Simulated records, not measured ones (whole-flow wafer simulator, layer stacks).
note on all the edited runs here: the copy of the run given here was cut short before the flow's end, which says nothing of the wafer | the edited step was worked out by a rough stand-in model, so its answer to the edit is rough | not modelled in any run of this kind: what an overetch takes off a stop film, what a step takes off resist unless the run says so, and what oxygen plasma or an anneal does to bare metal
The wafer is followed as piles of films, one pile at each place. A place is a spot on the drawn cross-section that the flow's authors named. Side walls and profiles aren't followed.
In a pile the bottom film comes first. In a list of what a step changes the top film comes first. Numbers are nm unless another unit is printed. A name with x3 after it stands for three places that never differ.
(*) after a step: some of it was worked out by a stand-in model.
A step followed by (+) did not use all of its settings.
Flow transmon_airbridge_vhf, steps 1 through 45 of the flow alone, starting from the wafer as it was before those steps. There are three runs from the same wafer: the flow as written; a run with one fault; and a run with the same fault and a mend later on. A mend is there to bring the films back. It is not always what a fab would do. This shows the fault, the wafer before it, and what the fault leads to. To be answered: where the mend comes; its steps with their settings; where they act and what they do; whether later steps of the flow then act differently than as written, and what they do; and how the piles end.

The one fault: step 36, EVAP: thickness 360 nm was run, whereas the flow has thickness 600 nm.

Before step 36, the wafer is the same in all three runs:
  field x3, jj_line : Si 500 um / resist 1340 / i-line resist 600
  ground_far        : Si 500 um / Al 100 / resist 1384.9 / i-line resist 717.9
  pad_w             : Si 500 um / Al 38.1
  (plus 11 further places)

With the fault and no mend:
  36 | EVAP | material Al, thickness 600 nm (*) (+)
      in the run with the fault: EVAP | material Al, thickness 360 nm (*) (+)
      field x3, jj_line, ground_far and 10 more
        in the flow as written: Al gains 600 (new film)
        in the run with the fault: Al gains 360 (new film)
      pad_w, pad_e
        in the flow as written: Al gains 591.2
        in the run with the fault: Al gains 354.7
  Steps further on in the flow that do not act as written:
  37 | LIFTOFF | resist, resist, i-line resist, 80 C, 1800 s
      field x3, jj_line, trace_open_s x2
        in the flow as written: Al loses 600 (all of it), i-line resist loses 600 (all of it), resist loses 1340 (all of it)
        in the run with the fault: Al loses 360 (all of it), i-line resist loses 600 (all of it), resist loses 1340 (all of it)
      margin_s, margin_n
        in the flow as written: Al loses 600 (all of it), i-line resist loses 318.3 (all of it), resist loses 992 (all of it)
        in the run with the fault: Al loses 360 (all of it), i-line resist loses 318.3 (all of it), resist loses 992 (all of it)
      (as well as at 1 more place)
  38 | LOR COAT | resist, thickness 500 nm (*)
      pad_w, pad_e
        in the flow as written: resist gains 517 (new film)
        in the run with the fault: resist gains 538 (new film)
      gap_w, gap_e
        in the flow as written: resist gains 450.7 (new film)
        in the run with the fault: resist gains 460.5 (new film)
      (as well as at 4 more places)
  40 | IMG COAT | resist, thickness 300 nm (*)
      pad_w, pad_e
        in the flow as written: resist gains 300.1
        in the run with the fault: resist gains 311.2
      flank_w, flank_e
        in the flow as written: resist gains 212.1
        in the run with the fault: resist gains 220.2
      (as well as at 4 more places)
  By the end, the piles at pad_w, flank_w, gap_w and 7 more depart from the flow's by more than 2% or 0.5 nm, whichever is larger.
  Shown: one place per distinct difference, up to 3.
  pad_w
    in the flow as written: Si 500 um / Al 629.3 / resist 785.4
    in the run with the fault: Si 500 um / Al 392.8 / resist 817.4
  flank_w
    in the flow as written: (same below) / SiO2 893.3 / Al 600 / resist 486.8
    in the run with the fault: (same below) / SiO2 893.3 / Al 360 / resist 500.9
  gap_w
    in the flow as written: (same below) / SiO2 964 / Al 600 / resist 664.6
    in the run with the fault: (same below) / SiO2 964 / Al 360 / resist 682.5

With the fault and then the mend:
  The mend follows step 36.
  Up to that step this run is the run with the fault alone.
  36a | EVAP | material Al, thickness 240 nm (*) (+) (the flow's step 36 again, with other settings)
      field x3, jj_line, ground_far and 10 more
        Al gains 240
      pad_w, pad_e
        Al gains 236.5
  Later steps of the flow that are run all act as written at every place that is followed, up to a difference of at most 2% or 0.5 nm, whichever is larger.
  The piles end only slightly different from the flow's at the places that both follow, by no more than 2% or 0.5 nm, whichever is larger.
